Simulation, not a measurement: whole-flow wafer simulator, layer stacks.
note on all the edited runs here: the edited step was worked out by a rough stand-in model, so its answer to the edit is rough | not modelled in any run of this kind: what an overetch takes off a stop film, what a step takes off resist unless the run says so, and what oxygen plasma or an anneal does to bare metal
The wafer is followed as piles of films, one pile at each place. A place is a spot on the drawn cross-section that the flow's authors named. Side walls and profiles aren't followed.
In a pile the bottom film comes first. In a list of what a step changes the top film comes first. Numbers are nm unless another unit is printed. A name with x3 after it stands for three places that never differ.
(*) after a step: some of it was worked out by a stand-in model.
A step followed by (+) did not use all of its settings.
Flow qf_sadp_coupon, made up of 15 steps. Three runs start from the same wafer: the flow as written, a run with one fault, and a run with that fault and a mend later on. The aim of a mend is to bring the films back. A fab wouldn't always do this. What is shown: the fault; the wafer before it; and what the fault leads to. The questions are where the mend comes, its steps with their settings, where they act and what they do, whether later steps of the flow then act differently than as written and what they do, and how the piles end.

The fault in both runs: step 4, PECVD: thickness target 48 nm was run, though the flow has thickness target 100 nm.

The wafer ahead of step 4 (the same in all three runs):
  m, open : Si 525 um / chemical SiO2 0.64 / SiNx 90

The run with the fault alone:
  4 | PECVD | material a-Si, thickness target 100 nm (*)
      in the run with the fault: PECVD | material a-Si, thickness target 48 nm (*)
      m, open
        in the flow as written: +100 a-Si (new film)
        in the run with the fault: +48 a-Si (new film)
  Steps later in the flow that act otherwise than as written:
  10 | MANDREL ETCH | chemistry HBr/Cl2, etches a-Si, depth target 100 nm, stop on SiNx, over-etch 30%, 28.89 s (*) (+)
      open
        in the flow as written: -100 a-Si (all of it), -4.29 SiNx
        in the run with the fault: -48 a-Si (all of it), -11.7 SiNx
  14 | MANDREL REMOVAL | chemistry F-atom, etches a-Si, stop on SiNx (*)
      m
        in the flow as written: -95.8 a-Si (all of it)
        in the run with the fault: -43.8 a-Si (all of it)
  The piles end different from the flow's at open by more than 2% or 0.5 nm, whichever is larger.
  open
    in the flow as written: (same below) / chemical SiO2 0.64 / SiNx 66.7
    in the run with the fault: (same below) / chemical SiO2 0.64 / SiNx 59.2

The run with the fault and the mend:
  After step 4 comes the mend.
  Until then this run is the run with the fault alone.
  4a | ETCH | chemistry tmah, depth target 55.2 nm
      m, open
        -48 a-Si (all of it)
  4b | PECVD | material a-Si, thickness target 100 nm (*) (the flow's step 4, run once more)
      m, open
        +100 a-Si (new film)
  None of the later steps of the flow acts differently than as written at any place that is followed.
  By the end, the piles equal the flow's at every place that both follow.
